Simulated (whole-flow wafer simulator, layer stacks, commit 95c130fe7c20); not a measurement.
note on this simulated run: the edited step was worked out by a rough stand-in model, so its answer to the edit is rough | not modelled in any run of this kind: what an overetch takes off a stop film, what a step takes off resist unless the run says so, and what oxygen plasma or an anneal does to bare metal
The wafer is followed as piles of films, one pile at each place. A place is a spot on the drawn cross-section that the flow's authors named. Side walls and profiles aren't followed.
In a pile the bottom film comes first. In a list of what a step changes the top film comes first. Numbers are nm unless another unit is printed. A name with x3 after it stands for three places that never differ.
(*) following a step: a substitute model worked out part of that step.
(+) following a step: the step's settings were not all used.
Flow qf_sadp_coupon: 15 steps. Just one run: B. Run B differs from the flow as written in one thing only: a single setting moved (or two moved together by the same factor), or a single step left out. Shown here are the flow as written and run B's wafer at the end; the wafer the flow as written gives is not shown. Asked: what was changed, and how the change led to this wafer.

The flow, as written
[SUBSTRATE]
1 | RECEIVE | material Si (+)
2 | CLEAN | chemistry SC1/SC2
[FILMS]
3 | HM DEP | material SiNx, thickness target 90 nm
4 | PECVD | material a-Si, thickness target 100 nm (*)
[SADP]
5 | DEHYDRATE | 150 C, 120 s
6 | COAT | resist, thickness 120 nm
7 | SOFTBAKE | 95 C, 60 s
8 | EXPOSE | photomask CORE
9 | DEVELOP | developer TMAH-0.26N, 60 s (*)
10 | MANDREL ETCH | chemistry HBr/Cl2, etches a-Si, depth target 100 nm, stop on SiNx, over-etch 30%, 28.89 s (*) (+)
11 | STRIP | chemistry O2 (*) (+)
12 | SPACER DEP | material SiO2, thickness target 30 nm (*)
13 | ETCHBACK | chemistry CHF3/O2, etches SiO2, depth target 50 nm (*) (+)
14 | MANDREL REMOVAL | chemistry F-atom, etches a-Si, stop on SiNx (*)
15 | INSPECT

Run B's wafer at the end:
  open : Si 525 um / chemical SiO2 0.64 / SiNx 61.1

Cause: step 4, PECVD: thickness target 61.1 nm was run, while the flow as written has thickness target 100 nm.

Step by step, how the change led to this:
  4 | PECVD | material a-Si, thickness target 100 nm (*)
      m, open: a-Si gains 61.1 (new film) (in the flow as written it would be: a-Si gains 100 (new film))
  10 | MANDREL ETCH | chemistry HBr/Cl2, etches a-Si, depth target 100 nm, stop on SiNx, over-etch 30%, 28.89 s (*) (+)
      open: a-Si loses 61.1 (all of it), SiNx loses 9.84 (in the flow as written it would be: a-Si loses 100 (all of it), SiNx loses 4.29)
  14 | MANDREL REMOVAL | chemistry F-atom, etches a-Si, stop on SiNx (*)
      m: a-Si loses 56.9 (all of it) (in the flow as written it would be: a-Si loses 95.8 (all of it))
